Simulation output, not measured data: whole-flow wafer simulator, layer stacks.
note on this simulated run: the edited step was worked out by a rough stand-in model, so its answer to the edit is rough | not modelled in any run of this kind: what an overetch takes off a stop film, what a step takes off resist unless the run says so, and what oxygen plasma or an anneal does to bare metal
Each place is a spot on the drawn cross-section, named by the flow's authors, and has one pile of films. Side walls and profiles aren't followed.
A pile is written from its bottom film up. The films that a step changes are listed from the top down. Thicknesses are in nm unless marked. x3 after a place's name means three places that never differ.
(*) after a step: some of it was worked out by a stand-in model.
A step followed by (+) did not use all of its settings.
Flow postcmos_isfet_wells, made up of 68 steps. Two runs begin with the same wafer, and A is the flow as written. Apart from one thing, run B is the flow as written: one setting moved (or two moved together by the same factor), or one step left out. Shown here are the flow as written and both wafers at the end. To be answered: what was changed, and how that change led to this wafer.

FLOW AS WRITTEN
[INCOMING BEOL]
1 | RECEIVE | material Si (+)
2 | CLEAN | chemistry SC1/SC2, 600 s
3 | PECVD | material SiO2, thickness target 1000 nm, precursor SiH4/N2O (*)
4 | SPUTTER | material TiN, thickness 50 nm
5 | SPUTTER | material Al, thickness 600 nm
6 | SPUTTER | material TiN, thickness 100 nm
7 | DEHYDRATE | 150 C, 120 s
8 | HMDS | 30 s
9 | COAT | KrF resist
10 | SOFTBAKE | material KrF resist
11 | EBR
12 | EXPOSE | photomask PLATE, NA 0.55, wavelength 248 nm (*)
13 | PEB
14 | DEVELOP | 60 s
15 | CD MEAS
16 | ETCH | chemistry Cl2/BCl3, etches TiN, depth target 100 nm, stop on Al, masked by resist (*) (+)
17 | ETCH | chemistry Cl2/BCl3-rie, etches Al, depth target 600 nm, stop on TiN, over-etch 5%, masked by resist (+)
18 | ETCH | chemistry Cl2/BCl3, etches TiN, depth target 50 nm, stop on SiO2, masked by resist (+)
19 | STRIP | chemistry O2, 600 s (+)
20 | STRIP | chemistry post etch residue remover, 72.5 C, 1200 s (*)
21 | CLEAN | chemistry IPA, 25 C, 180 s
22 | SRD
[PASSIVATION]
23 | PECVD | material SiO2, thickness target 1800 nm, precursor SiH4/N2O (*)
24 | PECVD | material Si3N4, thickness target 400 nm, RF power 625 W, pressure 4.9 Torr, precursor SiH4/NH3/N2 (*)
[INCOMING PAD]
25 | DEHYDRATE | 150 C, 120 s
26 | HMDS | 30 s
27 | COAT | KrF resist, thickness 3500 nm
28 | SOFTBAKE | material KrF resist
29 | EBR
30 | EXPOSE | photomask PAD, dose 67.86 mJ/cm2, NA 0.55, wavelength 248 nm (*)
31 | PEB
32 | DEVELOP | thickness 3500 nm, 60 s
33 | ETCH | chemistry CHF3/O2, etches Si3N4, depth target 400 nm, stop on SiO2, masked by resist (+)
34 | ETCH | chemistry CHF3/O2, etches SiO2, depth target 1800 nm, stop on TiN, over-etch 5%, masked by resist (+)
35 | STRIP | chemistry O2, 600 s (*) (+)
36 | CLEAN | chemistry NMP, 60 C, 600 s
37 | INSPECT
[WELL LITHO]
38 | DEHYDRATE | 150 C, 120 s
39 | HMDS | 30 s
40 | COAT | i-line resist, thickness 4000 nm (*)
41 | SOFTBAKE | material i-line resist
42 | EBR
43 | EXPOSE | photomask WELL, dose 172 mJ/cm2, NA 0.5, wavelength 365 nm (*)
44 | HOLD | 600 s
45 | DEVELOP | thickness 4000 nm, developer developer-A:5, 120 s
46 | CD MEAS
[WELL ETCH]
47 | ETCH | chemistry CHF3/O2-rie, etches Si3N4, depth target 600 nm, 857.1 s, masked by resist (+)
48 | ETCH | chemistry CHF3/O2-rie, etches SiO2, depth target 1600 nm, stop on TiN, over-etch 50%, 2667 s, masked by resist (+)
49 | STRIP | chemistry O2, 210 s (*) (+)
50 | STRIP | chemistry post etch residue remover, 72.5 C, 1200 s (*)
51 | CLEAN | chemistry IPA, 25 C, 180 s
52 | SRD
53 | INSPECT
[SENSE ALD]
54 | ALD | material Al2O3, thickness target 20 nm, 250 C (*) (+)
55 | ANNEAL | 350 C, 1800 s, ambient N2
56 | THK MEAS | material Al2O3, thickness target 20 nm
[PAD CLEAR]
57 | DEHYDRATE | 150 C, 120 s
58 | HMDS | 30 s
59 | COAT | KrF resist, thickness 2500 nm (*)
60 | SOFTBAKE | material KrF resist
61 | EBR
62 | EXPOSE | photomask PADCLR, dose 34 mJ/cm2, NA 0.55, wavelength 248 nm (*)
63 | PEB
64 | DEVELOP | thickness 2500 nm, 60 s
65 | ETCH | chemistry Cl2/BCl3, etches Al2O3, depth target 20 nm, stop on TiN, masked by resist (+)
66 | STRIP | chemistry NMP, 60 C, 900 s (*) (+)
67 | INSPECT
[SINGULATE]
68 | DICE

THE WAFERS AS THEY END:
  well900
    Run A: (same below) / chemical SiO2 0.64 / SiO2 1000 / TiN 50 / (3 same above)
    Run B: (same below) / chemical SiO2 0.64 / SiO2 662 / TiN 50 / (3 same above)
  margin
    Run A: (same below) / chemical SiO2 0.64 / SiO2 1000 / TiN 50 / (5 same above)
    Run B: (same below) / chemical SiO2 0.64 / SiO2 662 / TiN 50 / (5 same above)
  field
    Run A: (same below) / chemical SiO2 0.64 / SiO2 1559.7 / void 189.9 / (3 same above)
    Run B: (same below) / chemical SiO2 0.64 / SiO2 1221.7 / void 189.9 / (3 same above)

The reason: step 3, PECVD: thickness target 662 nm was run, while the flow as written has thickness target 1000 nm.
The wafer lets one read it off: well900 has SiO2 662, and step 3 as written asks for 1000 nm.

How this came from the change, step by step:
  3 | PECVD | material SiO2, thickness target 1000 nm, precursor SiH4/N2O (*)
      field, margin, well900, well1300 x3, pad_rim, pad_clr, pad_open: A SiO2 gains 1000 (new film) | B SiO2 gains 662 (new film)
